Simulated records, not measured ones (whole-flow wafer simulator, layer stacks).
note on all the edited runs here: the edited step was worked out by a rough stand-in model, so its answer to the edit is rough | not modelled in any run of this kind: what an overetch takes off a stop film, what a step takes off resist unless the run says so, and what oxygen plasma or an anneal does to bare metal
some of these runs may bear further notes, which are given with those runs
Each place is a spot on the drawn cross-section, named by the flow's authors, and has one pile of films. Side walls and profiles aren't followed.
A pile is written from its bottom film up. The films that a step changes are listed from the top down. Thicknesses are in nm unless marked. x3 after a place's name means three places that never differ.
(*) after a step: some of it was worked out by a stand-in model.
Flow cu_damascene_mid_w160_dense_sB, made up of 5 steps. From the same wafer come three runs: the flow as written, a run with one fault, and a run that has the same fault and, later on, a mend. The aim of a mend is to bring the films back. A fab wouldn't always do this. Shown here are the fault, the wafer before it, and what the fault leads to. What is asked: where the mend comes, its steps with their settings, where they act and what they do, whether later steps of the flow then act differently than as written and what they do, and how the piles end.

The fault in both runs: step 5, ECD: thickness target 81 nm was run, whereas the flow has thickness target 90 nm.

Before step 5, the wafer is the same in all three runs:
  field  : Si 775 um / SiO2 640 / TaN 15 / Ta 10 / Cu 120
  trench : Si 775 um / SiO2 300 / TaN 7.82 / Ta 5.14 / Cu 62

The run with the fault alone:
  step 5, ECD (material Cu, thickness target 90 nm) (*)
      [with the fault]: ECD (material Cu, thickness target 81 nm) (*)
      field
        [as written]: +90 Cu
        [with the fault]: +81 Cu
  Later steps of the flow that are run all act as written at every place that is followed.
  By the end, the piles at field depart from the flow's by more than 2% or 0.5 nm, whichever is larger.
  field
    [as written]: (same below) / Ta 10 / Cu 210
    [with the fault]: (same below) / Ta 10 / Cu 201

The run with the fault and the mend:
  The mend follows step 5.
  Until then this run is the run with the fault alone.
  step 5a, ECD (material Cu, thickness target 9 nm) (the flow's step 5, run once more with other settings)
      field, trench
        +9 Cu
  Later steps of the flow that are run all act as written at every place that is followed.
  At every place that both follow, the piles at the end match the flow's.
